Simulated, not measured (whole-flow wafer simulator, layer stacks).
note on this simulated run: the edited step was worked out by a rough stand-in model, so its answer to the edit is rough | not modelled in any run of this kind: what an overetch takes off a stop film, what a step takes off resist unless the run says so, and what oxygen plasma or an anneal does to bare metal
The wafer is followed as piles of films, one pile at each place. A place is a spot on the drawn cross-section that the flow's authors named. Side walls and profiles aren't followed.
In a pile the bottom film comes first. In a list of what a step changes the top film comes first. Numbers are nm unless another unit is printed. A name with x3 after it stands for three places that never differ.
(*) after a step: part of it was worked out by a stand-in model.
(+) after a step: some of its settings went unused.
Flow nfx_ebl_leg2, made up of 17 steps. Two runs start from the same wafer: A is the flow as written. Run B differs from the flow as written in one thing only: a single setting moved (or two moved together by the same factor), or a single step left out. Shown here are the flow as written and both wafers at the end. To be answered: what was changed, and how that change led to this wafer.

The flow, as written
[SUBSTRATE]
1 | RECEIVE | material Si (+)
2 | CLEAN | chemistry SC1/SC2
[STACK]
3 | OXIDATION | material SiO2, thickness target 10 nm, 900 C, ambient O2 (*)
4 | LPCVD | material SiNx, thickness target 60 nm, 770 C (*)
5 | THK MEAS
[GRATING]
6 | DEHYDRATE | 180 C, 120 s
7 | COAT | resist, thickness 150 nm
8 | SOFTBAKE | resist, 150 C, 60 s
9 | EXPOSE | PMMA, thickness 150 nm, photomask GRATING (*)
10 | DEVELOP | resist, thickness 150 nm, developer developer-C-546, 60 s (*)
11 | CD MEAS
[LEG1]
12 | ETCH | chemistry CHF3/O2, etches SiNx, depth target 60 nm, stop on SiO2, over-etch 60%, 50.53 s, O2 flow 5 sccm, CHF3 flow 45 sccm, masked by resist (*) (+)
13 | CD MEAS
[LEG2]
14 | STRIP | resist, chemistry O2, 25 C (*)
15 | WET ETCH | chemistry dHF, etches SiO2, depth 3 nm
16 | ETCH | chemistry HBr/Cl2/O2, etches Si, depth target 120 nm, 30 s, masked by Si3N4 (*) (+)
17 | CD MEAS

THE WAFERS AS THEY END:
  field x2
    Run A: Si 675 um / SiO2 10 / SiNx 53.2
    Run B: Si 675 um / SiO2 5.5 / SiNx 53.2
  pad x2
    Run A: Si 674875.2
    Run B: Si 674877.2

The reason: step 3, OXIDATION: thickness target 5.5 nm was run, while the flow as written has thickness target 10 nm.
One can read it off the wafer: field x2 has SiO2 5.5, and step 3 as written asks for 10 nm.

How this came from the change, step by step:
  3 | OXIDATION | material SiO2, thickness target 10 nm, 900 C, ambient O2 (*)
      field x2, pad x2: A +10 SiO2 (new film), -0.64 chemical SiO2 (all of it), -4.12 Si | B +5.5 SiO2 (new film), -0.64 chemical SiO2 (all of it), -2.14 Si
  12 | ETCH | chemistry CHF3/O2, etches SiNx, depth target 60 nm, stop on SiO2, over-etch 60%, 50.53 s, O2 flow 5 sccm, CHF3 flow 45 sccm, masked by resist (*) (+)
      pad x2: A -60 SiNx (all of it), -10 SiO2 (all of it) | B -60 SiNx (all of it), -5.5 SiO2 (all of it)
